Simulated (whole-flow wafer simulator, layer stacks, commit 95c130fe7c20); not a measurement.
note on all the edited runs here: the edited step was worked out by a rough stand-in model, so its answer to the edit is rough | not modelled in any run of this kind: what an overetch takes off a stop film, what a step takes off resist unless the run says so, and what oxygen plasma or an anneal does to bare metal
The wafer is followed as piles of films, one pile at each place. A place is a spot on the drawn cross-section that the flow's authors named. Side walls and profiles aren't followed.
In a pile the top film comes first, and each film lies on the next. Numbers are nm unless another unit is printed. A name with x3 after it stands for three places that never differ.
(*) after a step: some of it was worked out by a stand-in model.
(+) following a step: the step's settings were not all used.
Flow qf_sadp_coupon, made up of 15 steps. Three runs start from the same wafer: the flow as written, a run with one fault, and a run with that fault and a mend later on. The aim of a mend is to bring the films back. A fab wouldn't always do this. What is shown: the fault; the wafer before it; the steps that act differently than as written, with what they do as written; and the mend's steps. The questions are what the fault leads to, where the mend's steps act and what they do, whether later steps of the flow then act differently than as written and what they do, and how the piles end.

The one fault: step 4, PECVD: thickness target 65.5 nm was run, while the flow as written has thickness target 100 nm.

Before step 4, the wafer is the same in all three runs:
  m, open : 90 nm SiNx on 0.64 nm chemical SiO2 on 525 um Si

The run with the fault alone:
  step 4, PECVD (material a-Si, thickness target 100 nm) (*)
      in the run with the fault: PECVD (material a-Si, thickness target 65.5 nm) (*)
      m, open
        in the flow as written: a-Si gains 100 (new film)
        in the run with the fault: a-Si gains 65.5 (new film)
  Steps later in the flow that act otherwise than as written:
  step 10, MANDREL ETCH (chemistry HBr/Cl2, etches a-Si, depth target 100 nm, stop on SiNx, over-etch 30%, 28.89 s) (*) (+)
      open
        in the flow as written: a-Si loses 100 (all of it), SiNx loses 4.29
        in the run with the fault: a-Si loses 65.5 (all of it), SiNx loses 9.21
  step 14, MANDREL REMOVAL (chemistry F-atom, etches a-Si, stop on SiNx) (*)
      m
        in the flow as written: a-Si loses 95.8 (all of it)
        in the run with the fault: a-Si loses 61.3 (all of it)
  The piles end different from the flow's at open by more than 2% or 0.5 nm, whichever is larger.
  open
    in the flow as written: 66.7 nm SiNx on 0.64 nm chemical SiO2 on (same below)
    in the run with the fault: 61.7 nm SiNx on 0.64 nm chemical SiO2 on (same below)

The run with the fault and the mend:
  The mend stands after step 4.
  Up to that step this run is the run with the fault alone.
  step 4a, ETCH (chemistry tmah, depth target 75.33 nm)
      m, open
        a-Si loses 65.5 (all of it)
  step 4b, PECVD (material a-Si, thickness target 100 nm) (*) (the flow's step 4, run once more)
      m, open
        a-Si gains 100 (new film)
  None of the later steps of the flow acts differently than as written at any place that is followed.
  At every place that both follow, the piles at the end match the flow's.
